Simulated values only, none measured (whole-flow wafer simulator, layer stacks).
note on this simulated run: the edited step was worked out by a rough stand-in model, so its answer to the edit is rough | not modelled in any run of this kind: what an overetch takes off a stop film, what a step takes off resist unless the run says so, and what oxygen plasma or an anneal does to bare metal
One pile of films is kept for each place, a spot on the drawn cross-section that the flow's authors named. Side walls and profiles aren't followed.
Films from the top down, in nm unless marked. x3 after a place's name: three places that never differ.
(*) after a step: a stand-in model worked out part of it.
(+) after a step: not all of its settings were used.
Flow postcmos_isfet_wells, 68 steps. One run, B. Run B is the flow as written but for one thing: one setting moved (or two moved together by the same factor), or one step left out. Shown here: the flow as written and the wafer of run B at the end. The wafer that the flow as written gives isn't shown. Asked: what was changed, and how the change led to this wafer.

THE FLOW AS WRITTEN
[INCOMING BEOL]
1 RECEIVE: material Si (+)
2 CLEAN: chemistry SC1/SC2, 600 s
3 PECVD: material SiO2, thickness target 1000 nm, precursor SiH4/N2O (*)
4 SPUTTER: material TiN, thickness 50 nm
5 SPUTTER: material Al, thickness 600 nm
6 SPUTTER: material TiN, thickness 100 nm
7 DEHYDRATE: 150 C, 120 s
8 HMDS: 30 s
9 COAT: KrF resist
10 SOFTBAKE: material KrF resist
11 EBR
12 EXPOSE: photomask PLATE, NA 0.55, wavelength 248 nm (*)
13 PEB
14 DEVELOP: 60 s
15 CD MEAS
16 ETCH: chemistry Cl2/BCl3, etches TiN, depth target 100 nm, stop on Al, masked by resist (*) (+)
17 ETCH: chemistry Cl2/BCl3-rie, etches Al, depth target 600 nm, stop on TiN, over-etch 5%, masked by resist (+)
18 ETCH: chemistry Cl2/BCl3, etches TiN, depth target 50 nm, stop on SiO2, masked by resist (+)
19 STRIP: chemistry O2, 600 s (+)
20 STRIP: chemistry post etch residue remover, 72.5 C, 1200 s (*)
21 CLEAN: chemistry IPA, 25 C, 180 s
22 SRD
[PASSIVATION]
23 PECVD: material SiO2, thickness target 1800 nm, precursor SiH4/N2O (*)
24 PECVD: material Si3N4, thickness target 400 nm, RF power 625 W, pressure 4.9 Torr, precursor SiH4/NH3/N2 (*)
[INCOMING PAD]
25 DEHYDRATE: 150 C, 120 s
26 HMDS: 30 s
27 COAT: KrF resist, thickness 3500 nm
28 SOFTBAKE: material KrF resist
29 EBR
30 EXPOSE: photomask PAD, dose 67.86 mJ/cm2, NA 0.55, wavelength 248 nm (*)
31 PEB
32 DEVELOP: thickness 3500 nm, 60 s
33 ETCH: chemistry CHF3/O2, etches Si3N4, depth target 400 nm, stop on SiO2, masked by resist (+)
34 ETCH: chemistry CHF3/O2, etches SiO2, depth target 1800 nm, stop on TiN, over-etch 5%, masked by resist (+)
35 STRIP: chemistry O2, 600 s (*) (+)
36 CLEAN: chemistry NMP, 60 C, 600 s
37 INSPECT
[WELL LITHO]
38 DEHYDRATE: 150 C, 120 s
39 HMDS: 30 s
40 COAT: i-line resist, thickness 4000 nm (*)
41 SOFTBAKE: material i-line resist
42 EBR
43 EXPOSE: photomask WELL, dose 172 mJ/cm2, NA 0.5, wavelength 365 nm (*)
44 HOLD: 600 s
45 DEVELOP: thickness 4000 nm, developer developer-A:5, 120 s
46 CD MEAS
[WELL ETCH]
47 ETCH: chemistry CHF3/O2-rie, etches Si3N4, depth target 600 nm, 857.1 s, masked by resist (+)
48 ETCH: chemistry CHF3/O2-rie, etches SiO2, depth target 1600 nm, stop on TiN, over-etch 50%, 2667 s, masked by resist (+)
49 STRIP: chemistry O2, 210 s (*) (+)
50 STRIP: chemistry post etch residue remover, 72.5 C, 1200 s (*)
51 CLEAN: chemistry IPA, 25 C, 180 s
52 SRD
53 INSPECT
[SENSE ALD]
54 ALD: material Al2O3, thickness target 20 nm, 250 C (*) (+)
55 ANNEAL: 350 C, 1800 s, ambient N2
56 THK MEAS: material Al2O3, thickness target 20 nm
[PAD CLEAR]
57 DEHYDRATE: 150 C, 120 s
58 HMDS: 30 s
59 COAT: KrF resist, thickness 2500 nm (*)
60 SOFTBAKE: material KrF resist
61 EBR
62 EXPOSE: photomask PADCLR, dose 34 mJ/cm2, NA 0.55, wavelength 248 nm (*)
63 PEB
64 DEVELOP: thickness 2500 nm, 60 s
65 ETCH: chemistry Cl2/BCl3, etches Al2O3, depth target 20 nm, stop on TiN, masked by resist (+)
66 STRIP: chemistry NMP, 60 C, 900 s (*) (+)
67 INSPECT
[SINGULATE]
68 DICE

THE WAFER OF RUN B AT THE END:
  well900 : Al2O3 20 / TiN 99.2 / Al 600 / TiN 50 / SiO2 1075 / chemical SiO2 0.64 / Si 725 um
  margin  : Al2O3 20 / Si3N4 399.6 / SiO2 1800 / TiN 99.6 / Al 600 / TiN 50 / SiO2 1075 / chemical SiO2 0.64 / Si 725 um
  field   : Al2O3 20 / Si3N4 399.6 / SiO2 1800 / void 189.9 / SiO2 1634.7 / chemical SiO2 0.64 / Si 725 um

The cause: step 3, PECVD: thickness target 1075 nm was run, where the flow has thickness target 1000 nm.
It can be read off the wafer: well900 has SiO2 1075, and step 3 as written asks for 1000 nm.

How the change led to this, step by step:
  3 PECVD: material SiO2, thickness target 1000 nm, precursor SiH4/N2O (*)
      field, margin, well900, well1300 x3, pad_rim, pad_clr, pad_open: SiO2 +1075 (new film) (as written it would be: SiO2 +1000 (new film))
